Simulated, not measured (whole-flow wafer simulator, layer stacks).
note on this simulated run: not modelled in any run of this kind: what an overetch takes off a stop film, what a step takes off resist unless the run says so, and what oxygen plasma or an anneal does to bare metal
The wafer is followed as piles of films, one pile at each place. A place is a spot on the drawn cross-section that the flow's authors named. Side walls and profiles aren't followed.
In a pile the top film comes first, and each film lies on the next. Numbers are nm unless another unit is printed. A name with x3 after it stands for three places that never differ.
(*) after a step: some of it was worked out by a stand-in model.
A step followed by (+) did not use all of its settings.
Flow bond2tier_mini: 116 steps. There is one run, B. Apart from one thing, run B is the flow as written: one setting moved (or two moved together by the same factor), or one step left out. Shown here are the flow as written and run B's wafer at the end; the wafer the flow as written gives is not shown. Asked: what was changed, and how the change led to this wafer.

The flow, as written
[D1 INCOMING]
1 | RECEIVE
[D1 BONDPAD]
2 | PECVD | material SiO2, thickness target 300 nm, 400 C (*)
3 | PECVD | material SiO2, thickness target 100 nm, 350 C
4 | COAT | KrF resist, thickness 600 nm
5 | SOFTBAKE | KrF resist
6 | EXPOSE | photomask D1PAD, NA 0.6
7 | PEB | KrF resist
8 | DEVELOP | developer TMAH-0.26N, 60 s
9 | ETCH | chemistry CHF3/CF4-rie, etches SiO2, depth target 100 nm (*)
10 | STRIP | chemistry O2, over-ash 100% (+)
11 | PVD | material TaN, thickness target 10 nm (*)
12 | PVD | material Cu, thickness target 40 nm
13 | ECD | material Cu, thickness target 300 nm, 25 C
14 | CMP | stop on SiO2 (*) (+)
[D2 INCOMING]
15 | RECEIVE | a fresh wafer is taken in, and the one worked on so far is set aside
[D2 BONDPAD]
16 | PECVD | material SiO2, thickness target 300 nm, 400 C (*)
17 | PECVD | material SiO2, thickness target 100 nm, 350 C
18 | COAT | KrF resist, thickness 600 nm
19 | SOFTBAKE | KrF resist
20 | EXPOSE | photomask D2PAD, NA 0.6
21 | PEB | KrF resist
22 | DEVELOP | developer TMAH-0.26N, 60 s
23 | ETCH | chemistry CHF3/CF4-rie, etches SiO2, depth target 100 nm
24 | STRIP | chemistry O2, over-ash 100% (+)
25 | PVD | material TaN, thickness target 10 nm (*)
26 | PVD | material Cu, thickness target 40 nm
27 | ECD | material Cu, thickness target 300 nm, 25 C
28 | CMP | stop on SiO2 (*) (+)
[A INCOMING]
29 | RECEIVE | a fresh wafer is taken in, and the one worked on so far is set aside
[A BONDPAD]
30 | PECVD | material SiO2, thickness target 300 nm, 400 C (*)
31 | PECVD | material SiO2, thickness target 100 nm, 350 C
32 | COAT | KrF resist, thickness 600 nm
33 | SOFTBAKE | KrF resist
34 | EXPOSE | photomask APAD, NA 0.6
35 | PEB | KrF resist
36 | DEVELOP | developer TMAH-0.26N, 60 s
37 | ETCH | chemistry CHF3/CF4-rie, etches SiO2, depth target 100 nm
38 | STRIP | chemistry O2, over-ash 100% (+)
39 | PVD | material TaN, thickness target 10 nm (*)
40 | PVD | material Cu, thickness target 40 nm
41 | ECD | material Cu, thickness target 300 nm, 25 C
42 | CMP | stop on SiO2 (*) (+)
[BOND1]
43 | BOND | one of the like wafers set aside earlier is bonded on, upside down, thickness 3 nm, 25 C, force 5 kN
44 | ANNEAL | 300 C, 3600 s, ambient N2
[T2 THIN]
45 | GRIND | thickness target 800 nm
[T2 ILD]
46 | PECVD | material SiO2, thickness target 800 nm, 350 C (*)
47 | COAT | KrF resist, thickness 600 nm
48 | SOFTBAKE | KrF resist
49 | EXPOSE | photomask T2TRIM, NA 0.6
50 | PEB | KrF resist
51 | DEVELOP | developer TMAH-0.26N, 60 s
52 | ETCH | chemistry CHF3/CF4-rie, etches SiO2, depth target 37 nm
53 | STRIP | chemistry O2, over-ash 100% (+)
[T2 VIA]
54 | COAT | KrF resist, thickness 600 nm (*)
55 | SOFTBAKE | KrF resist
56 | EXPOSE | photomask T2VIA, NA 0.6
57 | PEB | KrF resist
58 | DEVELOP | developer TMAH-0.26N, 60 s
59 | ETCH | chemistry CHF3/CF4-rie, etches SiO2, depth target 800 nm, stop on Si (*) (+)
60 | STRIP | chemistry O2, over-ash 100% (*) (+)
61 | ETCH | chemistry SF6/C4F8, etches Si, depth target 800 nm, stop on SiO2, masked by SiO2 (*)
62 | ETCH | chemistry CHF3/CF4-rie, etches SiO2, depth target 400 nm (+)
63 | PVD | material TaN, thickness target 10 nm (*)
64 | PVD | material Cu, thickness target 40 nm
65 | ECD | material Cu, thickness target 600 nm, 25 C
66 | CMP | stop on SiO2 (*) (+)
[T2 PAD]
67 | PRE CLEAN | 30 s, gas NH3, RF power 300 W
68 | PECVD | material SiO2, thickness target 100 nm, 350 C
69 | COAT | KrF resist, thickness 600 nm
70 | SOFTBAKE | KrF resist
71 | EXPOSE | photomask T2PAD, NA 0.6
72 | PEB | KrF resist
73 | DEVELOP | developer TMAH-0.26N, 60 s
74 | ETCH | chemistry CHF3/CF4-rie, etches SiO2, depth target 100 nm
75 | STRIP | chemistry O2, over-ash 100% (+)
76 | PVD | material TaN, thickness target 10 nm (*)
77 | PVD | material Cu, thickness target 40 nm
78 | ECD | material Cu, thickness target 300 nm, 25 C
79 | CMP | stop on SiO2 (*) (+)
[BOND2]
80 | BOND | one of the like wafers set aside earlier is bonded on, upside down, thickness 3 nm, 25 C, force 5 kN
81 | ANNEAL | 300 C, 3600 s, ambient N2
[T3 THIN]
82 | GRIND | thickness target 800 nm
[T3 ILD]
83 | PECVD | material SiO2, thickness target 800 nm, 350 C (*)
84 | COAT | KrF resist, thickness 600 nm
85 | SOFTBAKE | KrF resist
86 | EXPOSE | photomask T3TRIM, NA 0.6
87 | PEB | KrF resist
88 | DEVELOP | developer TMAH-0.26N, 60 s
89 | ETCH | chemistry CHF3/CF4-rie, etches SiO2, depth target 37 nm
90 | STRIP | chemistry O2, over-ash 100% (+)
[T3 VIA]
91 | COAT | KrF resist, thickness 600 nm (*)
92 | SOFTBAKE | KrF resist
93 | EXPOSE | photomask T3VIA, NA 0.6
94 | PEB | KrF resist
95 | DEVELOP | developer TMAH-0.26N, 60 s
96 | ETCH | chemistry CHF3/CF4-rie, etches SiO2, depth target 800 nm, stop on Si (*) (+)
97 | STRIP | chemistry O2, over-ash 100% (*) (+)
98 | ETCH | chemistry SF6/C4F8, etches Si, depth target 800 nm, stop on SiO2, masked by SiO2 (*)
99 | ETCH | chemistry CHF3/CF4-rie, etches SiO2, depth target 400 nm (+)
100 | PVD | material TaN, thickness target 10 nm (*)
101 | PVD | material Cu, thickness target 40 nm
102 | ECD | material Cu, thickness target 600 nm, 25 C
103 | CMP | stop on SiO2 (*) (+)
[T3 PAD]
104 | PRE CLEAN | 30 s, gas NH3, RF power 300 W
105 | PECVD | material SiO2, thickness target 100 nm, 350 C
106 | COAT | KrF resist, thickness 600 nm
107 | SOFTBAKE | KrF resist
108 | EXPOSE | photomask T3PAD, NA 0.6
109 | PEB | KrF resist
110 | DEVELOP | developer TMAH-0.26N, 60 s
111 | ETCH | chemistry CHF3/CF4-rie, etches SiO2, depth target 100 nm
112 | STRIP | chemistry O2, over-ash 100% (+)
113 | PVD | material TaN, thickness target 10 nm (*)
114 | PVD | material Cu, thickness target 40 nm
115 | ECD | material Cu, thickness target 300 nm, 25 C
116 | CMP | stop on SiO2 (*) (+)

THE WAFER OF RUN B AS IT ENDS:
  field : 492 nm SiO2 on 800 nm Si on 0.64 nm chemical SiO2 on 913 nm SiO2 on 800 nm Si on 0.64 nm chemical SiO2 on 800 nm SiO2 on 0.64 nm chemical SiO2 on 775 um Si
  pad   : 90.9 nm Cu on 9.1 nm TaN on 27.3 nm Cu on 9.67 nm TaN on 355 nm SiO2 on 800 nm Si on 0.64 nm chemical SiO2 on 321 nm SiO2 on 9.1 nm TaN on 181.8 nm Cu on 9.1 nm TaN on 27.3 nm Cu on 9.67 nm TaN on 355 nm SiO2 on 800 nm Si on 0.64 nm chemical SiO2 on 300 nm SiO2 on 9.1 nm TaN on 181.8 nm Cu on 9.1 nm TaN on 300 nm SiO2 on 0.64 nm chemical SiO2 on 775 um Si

The reason: step 17, PECVD: thickness target 121 nm was run, while the flow as written has thickness target 100 nm.

The path from the change to this, step by step:
  17 | PECVD | material SiO2, thickness target 100 nm, 350 C
      field, pad, via: SiO2 gains 121 (as written it would have been: SiO2 gains 100)
  80 | BOND | one of the like wafers set aside earlier is bonded on, upside down, thickness 3 nm, 25 C, force 5 kN
      field: Si gains 775 um (new film), chemical SiO2 gains 0.64 (new film), SiO2 gains 421 (as written it would have been: Si gains 775 um (new film), chemical SiO2 gains 0.64 (new film), SiO2 gains 400)
      pad: Si gains 775 um (new film), chemical SiO2 gains 0.64 (new film), SiO2 gains 321 (new film), TaN gains 9.1 (new film), Cu gains 90.9 (as written it would have been: Si gains 775 um (new film), chemical SiO2 gains 0.64 (new film), SiO2 gains 300 (new film), TaN gains 9.1 (new film), Cu gains 90.9)
